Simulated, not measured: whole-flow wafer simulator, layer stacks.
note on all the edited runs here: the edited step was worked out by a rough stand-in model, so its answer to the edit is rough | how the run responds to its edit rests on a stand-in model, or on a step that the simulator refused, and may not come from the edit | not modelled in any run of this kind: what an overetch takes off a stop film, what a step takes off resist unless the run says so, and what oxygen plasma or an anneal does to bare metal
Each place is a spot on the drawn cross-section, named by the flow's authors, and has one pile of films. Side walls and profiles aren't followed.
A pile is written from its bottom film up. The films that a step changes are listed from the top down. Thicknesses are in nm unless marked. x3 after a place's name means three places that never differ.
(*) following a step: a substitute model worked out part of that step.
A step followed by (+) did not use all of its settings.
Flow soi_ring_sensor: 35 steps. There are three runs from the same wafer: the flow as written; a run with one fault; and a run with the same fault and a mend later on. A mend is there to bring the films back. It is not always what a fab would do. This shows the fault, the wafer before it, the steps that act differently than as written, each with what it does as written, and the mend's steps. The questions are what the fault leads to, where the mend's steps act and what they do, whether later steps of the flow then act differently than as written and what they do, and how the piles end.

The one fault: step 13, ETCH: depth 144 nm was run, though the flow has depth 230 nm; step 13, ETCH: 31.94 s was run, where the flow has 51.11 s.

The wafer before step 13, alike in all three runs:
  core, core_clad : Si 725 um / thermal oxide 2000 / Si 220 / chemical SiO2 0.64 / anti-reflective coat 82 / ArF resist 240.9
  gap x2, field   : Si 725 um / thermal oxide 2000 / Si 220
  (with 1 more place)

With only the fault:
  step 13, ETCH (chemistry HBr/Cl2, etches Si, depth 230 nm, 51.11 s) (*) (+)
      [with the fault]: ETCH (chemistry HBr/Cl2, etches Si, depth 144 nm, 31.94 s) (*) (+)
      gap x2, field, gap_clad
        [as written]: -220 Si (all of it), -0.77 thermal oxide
        [with the fault]: -144 Si
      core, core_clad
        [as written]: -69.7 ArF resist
        [with the fault]: -43.6 ArF resist
  Later steps of the flow acting differently than as written (not shown: 1 more step that differs only slightly, by at most 2% or 0.5 nm, whichever is larger):
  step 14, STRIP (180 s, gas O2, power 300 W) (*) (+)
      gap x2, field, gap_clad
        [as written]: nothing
        [with the fault]: +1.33 chemical SiO2 (new film), -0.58 Si
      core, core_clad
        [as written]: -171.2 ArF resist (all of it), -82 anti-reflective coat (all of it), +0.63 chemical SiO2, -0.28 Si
        [with the fault]: -197.3 ArF resist (all of it), -82 anti-reflective coat (all of it), +0.62 chemical SiO2, -0.27 Si
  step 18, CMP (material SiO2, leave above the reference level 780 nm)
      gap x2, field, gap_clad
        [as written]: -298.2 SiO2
        [with the fault]: -375.8 SiO2
  The piles end different from the flow's at field by more than 2% or 0.5 nm, whichever is larger.
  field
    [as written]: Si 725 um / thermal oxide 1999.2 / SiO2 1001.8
    [with the fault]: Si 725 um / thermal oxide 2000 / Si 75.4 / chemical SiO2 1.33 / SiO2 924.2

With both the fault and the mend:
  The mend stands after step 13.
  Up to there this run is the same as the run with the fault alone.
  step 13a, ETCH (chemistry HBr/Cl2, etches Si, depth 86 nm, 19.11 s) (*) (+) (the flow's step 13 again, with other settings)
      gap x2, field, gap_clad
        -76 Si (all of it), -0.77 thermal oxide
      core, core_clad
        -26.1 ArF resist
  None of the later steps of the flow differs from how it acts as written, at any place that is followed, by more than 2% or 0.5 nm, whichever is larger.
  The piles end the same as the flow's at every place that both follow.
